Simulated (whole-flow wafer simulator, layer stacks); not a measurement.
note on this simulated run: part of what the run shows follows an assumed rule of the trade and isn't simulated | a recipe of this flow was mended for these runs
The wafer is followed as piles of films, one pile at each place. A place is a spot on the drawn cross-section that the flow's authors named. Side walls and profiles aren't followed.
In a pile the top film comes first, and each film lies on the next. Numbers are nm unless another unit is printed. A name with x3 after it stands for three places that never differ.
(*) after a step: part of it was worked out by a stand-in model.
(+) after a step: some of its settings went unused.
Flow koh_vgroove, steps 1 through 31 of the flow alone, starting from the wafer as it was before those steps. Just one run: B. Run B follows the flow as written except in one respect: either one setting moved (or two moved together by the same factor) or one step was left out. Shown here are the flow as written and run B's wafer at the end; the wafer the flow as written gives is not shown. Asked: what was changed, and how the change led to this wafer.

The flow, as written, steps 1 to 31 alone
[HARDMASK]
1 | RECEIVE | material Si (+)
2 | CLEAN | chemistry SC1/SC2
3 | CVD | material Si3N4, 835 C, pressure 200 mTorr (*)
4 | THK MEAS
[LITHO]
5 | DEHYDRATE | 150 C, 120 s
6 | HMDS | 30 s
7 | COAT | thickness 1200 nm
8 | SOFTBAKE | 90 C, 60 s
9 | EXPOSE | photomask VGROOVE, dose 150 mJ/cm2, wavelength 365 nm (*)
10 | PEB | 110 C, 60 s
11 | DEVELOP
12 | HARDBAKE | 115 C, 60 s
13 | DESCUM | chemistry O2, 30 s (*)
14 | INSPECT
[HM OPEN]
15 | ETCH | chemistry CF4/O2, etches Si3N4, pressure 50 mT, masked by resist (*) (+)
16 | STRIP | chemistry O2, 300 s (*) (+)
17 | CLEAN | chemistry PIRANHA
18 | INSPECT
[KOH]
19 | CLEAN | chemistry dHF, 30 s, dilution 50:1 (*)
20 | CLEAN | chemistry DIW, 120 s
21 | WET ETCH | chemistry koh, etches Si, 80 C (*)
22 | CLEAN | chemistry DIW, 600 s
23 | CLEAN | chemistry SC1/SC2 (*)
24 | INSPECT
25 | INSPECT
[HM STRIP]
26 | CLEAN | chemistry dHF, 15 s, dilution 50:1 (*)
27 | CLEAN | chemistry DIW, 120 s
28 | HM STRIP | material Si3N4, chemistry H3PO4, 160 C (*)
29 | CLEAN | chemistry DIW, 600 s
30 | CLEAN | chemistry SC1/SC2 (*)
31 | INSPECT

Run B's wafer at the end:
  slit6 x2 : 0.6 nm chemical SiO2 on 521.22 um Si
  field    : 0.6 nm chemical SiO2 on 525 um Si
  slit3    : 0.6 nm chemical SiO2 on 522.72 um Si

The reason: step 3, CVD: pressure 176 mTorr was run, while the flow as written has pressure 200 mTorr.

How this came from the change, step by step:
  3 | CVD | material Si3N4, 835 C, pressure 200 mTorr (*)
      field, slit3, slit2, slit6 x2: Si3N4 gains 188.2 (new film) (it would be, as written: Si3N4 gains 200 (new film))
  15 | ETCH | chemistry CF4/O2, etches Si3N4, pressure 50 mT, masked by resist (*) (+)
      slit3, slit2, slit6 x2: Si3N4 loses 188.2 (all of it), chemical SiO2 loses 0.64 (all of it), Si loses 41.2 (it would be, as written: Si3N4 loses 200 (all of it), chemical SiO2 loses 0.64 (all of it), Si loses 29.4)
  28 | HM STRIP | material Si3N4, chemistry H3PO4, 160 C (*)
      field: Si3N4 loses 186.9 (all of it), chemical SiO2 loses 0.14, Si loses 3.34 (it would be, as written: Si3N4 loses 198.7 (all of it), chemical SiO2 loses 0.14, Si loses 2.75)
